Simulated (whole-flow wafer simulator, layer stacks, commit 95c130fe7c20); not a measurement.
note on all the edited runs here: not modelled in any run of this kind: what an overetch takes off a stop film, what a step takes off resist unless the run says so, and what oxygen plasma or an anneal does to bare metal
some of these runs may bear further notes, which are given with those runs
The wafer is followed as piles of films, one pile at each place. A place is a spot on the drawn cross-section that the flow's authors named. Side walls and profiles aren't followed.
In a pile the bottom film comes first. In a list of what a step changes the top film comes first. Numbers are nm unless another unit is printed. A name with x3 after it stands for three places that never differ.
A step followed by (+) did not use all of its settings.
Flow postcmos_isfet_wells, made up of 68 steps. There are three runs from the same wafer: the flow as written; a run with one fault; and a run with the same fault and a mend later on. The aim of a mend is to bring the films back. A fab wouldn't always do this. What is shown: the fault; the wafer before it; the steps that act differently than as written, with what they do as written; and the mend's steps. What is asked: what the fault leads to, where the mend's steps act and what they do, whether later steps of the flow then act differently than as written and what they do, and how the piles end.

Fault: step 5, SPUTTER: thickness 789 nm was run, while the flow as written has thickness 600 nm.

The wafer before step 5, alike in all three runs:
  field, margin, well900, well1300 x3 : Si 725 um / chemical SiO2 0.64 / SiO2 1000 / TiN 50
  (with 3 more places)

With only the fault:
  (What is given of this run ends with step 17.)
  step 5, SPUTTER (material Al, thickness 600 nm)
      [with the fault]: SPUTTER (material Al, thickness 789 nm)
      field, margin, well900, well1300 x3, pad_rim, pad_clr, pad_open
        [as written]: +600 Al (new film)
        [with the fault]: +789 Al (new film)
  Steps further on in the flow that do not act as written:
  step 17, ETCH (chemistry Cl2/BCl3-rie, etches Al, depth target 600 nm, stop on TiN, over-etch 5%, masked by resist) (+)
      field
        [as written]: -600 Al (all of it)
        [with the fault]: -600 Al
  The piles after step 17 differ from the flow's at field, margin, well900, well1300 x3, pad_rim, pad_clr, pad_open by more than 2% or 0.5 nm, whichever is larger.
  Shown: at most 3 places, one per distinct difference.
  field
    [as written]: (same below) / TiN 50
    [with the fault]: (same below) / TiN 50 / Al 189
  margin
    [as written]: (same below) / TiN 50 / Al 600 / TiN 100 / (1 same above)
    [with the fault]: (same below) / TiN 50 / Al 789 / TiN 100 / (1 same above)

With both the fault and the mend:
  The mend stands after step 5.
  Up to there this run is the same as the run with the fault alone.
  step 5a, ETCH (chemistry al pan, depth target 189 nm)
      field, margin, well900, well1300 x3, pad_rim, pad_clr, pad_open
        -189 Al
  None of the later steps of the flow acts differently than as written at any place that is followed.
  At every place that both follow, the piles at the end match the flow's.
